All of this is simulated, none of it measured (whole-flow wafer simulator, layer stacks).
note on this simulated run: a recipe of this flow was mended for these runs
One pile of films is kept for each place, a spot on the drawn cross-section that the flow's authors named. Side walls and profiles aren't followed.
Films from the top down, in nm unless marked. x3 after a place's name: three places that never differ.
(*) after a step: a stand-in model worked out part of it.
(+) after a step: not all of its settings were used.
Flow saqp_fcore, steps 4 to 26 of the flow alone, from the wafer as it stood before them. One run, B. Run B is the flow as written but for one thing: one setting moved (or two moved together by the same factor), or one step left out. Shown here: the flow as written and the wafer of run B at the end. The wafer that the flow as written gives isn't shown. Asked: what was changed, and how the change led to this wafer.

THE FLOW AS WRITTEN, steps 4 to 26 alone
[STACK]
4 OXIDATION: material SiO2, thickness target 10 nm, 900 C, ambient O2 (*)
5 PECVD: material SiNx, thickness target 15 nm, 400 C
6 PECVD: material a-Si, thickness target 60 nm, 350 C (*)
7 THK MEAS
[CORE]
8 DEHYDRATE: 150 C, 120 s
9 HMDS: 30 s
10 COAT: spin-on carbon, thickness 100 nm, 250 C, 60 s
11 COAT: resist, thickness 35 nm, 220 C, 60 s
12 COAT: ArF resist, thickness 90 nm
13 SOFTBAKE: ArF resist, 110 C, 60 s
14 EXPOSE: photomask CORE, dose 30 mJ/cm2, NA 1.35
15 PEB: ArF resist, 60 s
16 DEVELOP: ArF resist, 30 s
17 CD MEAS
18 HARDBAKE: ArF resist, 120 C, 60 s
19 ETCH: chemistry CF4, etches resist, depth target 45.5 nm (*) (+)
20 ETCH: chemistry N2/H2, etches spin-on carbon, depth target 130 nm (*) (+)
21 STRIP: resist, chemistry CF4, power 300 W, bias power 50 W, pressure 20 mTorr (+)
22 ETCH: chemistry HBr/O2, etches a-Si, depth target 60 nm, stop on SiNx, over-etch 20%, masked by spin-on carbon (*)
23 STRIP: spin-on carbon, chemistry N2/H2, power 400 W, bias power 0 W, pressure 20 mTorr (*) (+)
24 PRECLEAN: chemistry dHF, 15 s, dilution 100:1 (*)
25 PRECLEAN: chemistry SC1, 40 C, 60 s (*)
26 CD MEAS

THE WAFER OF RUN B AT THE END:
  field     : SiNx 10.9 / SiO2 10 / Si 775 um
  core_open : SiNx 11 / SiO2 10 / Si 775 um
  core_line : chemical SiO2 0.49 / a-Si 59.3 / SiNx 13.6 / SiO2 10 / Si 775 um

The cause: step 5, PECVD: thickness target 13.6 nm was run, where the flow has thickness target 15 nm.
It can be read off the wafer: core_line has SiNx 13.6, and step 5 as written asks for 15 nm.

How the change led to this, step by step:
  5 PECVD: material SiNx, thickness target 15 nm, 400 C
      field, core_open, core_line: SiNx +13.6 (new film) (as written it would be: SiNx +15 (new film))
